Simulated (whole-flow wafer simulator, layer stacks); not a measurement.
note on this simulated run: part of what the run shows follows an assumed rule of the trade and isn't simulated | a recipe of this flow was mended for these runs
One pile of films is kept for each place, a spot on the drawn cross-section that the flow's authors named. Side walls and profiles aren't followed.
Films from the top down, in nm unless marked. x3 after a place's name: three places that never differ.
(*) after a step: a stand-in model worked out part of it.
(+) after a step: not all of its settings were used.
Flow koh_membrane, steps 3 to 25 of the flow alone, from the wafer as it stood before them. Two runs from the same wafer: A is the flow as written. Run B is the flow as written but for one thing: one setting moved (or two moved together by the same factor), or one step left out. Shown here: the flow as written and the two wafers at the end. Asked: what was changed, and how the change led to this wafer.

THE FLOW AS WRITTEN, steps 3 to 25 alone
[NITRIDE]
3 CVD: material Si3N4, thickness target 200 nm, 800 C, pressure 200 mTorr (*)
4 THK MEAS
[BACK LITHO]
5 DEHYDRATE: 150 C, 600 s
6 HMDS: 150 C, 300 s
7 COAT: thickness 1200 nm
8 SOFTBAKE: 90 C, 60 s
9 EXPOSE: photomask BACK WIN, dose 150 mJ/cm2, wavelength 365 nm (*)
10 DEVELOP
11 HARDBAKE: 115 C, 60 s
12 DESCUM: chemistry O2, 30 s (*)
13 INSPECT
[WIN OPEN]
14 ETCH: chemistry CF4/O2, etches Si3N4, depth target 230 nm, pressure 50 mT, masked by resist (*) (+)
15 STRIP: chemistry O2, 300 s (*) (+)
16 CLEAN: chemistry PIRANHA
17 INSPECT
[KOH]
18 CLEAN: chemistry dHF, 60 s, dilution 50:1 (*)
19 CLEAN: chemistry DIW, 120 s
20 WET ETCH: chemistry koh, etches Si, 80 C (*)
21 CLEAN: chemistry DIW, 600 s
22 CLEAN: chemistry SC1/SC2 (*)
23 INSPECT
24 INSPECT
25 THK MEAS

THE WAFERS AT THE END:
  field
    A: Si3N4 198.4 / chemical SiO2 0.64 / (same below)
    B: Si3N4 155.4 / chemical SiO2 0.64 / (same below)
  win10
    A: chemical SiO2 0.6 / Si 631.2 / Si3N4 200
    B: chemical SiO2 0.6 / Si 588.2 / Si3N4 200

The cause: step 3, CVD: thickness target 157 nm was run, where the flow has thickness target 200 nm.

How the change led to this, step by step:
  3 CVD: material Si3N4, thickness target 200 nm, 800 C, pressure 200 mTorr (*)
      field, win20 x4, win10: A Si3N4 +200 (new film) | B Si3N4 +157 (new film)
  14 ETCH: chemistry CF4/O2, etches Si3N4, depth target 230 nm, pressure 50 mT, masked by resist (*) (+)
      win20 x4, win10: A Si3N4 -200 (all of it), chemical SiO2 -0.64 (all of it), Si -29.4 | B Si3N4 -157 (all of it), chemical SiO2 -0.64 (all of it), Si -72.4
